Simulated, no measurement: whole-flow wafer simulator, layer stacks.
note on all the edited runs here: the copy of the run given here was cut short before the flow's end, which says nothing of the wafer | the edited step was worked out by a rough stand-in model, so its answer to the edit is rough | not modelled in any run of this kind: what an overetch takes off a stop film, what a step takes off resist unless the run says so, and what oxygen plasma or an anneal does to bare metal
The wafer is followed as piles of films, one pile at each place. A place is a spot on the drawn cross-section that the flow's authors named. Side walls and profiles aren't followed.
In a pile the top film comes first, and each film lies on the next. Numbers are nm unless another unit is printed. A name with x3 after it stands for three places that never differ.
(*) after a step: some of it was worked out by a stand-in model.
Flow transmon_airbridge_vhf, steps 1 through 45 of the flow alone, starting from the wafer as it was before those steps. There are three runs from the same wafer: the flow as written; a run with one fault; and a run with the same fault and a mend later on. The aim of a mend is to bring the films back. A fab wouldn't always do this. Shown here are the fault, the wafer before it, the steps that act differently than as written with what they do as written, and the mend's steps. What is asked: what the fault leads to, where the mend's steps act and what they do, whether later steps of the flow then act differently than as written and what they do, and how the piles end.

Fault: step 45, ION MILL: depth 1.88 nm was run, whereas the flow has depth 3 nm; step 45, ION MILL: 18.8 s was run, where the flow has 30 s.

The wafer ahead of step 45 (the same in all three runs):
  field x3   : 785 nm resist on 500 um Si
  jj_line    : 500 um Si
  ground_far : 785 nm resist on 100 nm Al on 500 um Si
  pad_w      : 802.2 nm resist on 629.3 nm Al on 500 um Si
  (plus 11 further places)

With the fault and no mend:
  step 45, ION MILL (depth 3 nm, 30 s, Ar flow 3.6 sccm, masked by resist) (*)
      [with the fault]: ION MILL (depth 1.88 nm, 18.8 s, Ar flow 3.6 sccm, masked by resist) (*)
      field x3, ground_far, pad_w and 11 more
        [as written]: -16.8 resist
        [with the fault]: -10.5 resist
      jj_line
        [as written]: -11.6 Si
        [with the fault]: -7.29 Si
  Every later step of the flow that is run acts as written at every place that is followed.
  The piles end only slightly different from the flow's at the places that both follow, by no more than 2% or 0.5 nm, whichever is larger.

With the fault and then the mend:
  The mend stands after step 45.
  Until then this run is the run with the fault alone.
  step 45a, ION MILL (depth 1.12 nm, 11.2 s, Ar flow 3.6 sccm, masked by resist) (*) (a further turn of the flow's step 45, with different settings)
      field x3, ground_far, pad_w and 11 more
        -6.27 resist
      jj_line
        -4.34 Si
  Every later step of the flow that is run acts as written at every place that is followed.
  By the end, the piles equal the flow's at every place that both follow.
